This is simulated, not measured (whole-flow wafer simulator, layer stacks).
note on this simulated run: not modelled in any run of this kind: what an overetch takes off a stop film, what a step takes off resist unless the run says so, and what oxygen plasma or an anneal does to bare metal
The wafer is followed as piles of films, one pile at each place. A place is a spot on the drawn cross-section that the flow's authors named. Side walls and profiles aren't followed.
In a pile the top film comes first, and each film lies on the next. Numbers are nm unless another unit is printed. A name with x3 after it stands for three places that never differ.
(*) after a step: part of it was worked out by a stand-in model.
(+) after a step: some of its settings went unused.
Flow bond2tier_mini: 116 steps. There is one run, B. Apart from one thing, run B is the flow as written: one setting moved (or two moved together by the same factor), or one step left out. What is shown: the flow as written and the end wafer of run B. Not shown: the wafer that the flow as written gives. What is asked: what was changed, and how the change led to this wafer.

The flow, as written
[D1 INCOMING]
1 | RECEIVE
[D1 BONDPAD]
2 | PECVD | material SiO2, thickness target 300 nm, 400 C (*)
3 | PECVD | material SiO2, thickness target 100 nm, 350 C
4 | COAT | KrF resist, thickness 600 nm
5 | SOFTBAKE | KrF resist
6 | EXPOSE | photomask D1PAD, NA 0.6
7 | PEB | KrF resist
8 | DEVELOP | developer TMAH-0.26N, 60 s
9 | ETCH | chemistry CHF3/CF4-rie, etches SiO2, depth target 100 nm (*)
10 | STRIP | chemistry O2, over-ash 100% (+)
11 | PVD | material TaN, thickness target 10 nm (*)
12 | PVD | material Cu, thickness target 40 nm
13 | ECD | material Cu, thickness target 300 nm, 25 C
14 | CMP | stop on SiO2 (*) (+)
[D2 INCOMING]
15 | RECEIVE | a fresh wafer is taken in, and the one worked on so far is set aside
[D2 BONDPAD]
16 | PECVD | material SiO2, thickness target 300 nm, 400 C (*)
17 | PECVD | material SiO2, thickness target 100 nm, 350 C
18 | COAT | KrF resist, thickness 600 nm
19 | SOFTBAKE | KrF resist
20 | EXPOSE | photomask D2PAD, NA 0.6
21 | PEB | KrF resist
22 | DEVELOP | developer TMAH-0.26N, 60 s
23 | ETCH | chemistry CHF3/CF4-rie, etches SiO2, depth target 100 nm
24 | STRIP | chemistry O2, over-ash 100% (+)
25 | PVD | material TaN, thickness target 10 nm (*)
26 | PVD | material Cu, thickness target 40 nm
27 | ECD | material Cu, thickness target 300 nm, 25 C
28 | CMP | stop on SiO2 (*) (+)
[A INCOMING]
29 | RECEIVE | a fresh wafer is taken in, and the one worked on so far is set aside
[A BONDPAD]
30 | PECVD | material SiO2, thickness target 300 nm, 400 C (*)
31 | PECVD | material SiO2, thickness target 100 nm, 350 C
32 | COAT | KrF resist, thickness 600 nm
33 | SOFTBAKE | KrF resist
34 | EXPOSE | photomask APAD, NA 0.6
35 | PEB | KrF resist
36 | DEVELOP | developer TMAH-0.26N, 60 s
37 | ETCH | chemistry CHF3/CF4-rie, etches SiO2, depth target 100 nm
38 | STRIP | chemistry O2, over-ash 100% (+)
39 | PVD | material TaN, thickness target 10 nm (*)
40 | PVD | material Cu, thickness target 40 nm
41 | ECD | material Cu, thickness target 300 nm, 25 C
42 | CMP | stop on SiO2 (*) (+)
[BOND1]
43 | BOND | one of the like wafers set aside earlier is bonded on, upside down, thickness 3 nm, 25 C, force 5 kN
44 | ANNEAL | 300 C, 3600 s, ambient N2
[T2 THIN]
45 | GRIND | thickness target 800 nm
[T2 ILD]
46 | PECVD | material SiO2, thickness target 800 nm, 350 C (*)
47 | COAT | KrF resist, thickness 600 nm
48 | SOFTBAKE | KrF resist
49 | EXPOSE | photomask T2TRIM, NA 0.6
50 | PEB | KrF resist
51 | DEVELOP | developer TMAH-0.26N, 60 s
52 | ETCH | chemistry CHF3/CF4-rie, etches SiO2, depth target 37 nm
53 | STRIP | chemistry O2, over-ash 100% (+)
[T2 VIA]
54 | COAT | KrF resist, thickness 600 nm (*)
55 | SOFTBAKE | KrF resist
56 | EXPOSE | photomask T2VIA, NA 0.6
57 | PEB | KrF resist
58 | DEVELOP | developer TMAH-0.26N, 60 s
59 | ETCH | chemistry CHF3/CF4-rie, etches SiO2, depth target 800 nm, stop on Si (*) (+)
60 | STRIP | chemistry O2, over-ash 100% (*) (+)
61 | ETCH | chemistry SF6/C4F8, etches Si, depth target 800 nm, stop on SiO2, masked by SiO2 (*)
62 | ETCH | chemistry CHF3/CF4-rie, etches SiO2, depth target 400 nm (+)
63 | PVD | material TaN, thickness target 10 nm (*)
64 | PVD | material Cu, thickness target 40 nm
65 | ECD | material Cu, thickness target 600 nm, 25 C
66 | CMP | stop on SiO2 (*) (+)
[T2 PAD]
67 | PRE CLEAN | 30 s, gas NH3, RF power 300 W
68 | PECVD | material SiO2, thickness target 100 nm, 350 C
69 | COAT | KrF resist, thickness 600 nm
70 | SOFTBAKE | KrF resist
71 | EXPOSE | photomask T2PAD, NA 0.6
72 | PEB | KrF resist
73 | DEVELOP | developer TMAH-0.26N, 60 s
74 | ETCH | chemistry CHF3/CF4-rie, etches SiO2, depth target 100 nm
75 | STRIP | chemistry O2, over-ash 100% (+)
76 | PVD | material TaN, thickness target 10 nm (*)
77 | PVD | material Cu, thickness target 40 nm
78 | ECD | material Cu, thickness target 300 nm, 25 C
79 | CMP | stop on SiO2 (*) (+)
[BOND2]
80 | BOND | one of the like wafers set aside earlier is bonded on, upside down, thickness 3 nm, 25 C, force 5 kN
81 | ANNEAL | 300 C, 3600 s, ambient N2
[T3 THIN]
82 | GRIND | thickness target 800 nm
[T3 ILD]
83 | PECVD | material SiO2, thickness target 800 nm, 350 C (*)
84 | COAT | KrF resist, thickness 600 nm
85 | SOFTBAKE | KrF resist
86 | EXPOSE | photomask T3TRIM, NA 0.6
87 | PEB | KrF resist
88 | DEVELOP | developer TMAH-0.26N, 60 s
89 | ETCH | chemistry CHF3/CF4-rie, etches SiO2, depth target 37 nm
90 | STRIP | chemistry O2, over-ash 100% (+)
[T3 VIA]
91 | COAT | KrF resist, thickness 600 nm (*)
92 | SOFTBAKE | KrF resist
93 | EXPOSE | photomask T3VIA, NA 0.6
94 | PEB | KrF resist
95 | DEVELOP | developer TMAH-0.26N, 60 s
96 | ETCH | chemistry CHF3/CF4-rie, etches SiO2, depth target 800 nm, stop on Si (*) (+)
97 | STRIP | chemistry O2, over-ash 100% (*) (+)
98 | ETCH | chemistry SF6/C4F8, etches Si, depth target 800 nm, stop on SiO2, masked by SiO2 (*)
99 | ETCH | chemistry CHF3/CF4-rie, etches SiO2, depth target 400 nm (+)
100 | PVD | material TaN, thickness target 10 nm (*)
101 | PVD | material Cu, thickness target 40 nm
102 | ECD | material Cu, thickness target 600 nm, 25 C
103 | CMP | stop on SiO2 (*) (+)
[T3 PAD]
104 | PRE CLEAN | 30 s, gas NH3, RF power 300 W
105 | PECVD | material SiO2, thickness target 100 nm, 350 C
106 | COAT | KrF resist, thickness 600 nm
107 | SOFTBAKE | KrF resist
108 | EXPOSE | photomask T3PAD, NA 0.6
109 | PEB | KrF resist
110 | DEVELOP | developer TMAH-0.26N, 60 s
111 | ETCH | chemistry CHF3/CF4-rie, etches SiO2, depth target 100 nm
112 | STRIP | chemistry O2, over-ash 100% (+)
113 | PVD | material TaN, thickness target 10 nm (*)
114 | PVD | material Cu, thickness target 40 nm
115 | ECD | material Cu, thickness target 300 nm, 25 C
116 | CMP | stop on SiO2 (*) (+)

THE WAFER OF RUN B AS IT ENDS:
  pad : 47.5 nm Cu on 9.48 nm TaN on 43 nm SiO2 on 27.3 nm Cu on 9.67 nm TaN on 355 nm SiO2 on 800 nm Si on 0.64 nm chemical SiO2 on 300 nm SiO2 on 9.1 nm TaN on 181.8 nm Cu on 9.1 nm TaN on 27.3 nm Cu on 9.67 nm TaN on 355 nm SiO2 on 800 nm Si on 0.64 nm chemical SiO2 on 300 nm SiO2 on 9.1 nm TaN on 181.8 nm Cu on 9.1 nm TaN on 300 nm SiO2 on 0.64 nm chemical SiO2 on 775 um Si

Cause: step 111, ETCH: depth target 57 nm was run, while the flow as written has depth target 100 nm.

Step by step, how the change led to this:
  111 | ETCH | chemistry CHF3/CF4-rie, etches SiO2, depth target 100 nm
      pad: SiO2 loses 57 (as written it would have been: SiO2 loses 100 (all of it))
      field: KrF resist loses 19 (as written it would have been: KrF resist loses 33.3)
  112 | STRIP | chemistry O2, over-ash 100% (+)
      field: KrF resist loses 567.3 (all of it) (as written it would have been: KrF resist loses 552.9 (all of it))
  114 | PVD | material Cu, thickness target 40 nm
      pad: Cu gains 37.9 (new film) (as written it would have been: Cu gains 36.4 (new film))
  115 | ECD | material Cu, thickness target 300 nm, 25 C
      pad: Cu gains 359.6 (as written it would have been: Cu gains 404.5)
With metal films that touch counted as one body, pad has 4 bodies (between them, from the top down: SiO2 43; SiO2 355 / Si 800 / chemical SiO2 0.64 / SiO2 300; SiO2 355 / Si 800 / chemical SiO2 0.64 / SiO2 300); the flow as written gives 3 bodies (between them, from the top down: SiO2 355 / Si 800 / chemical SiO2 0.64 / SiO2 300; SiO2 355 / Si 800 / chemical SiO2 0.64 / SiO2 300).
